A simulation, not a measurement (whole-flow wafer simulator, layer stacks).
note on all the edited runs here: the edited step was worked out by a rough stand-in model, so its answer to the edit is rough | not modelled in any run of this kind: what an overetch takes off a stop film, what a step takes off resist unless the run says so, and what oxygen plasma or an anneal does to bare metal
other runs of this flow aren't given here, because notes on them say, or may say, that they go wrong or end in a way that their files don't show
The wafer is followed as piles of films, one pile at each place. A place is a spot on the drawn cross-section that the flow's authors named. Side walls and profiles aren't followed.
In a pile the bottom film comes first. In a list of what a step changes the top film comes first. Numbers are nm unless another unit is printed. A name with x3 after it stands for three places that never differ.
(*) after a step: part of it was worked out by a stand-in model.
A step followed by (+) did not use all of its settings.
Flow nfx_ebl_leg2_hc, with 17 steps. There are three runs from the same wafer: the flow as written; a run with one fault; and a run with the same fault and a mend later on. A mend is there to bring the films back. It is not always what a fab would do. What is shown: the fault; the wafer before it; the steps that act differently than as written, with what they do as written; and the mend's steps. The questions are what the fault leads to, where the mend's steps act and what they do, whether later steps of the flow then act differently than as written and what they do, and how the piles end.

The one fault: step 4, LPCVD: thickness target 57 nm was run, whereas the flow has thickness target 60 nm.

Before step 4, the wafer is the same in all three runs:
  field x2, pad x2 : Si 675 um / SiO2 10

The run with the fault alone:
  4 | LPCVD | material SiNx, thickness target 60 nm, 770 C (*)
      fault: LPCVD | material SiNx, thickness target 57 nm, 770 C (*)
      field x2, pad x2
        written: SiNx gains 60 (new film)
        fault: SiNx gains 57 (new film)
  Later steps of the flow acting differently than as written:
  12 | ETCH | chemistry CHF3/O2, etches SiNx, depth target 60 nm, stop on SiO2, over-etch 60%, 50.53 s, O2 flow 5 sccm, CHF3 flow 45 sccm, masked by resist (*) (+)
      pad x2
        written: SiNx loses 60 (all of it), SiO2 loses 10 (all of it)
        fault: SiNx loses 57 (all of it), SiO2 loses 10 (all of it)
  At field x2, the piles at the end differ from the flow's by more than 2% or 0.5 nm, whichever is larger.
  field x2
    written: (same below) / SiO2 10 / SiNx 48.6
    fault: (same below) / SiO2 10 / SiNx 45.6

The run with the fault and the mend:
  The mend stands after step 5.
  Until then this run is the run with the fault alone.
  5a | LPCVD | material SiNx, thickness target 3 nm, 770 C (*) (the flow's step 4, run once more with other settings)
      field x2, pad x2
        SiNx gains 3
  None of the later steps of the flow acts differently than as written at any place that is followed.
  At every place that both follow, the piles at the end match the flow's.
